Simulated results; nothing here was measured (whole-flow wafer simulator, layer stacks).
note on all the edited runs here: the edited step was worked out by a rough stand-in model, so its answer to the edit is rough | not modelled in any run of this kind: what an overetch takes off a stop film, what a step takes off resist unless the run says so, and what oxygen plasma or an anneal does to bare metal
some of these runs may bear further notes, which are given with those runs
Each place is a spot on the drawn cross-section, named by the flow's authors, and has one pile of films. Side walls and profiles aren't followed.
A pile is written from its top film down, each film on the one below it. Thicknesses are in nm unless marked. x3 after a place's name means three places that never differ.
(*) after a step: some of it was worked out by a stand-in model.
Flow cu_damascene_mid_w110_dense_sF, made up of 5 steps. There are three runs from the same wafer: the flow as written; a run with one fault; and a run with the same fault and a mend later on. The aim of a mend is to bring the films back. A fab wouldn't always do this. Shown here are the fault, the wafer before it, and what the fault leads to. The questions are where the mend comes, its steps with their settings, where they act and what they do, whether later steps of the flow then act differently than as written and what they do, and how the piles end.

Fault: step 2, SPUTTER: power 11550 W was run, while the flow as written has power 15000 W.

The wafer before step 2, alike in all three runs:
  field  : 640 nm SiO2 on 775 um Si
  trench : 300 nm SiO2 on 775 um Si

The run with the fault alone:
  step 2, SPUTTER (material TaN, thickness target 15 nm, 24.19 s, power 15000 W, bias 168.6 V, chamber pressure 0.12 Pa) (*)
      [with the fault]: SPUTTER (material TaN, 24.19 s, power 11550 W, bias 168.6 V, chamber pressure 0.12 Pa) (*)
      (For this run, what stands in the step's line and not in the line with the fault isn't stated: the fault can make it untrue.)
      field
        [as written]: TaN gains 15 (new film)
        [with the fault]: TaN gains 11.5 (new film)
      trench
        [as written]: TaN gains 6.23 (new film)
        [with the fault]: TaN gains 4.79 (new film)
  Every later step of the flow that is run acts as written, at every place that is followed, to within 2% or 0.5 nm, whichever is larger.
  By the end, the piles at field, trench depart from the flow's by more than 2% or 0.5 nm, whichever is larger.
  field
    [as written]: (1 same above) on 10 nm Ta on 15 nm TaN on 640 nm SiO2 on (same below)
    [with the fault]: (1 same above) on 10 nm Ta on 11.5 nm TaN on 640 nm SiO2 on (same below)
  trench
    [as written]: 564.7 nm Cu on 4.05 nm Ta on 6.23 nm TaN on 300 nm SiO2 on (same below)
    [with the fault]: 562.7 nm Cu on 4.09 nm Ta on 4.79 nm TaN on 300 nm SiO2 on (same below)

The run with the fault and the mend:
  The mend follows step 2.
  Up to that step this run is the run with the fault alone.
  step 2a, SPUTTER (material TaN, 5.568 s, power 15000 W, bias 168.6 V, chamber pressure 0.12 Pa) (*) (a further turn of the flow's step 2, with different settings)
      field
        TaN gains 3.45
      trench
        TaN gains 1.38
  Every later step of the flow that is run acts as written, at every place that is followed, to within 2% or 0.5 nm, whichever is larger.
  When the end is reached, the piles differ only a little from the flow's at the places that both follow, at most by 2% or 0.5 nm, whichever is larger.
